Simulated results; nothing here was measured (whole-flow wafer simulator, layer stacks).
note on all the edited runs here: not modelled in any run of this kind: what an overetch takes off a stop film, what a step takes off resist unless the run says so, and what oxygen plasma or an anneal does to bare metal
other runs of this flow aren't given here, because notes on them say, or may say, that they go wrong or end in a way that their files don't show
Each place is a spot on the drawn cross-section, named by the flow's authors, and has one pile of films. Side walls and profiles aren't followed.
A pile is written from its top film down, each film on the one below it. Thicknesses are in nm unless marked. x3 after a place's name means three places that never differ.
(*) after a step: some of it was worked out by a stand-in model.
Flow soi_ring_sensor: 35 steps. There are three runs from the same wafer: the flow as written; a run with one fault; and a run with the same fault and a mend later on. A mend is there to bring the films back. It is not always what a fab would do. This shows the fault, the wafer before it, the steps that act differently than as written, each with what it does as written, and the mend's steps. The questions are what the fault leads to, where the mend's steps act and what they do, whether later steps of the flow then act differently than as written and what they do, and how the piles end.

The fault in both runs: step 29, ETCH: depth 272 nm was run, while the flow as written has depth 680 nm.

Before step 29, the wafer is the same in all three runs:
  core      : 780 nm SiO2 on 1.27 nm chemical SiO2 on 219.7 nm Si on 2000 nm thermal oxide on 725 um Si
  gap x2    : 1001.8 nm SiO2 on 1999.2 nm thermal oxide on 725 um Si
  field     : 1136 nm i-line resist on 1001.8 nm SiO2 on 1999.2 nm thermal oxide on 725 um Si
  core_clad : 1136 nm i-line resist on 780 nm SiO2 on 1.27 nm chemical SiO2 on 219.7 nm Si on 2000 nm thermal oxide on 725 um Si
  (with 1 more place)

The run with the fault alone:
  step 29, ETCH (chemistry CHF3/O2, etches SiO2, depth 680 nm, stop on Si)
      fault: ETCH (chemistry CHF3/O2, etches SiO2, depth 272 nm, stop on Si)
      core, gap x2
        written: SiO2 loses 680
        fault: SiO2 loses 272
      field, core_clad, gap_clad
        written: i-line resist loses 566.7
        fault: i-line resist loses 226.7
  Later steps of the flow acting differently than as written:
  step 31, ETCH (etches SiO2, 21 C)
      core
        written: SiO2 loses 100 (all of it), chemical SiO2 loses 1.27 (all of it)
        fault: SiO2 loses 462
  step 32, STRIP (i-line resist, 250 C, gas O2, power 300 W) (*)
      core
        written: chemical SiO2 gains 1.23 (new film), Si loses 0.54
        fault: nothing
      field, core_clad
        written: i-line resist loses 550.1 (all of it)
        fault: i-line resist loses 890.1 (all of it)
  At core, the piles at the end differ from the flow's by more than 2% or 0.5 nm, whichever is larger.
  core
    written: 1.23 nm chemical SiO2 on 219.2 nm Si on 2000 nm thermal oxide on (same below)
    fault: 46 nm SiO2 on 1.27 nm chemical SiO2 on 219.7 nm Si on 2000 nm thermal oxide on (same below)

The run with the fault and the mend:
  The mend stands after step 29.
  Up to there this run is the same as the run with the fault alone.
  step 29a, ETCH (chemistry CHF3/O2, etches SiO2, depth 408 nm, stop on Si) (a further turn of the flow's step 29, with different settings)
      core, gap x2
        SiO2 loses 408
      field, core_clad, gap_clad
        i-line resist loses 340
  None of the later steps of the flow acts differently than as written at any place that is followed.
  The piles end the same as the flow's at every place that both follow.
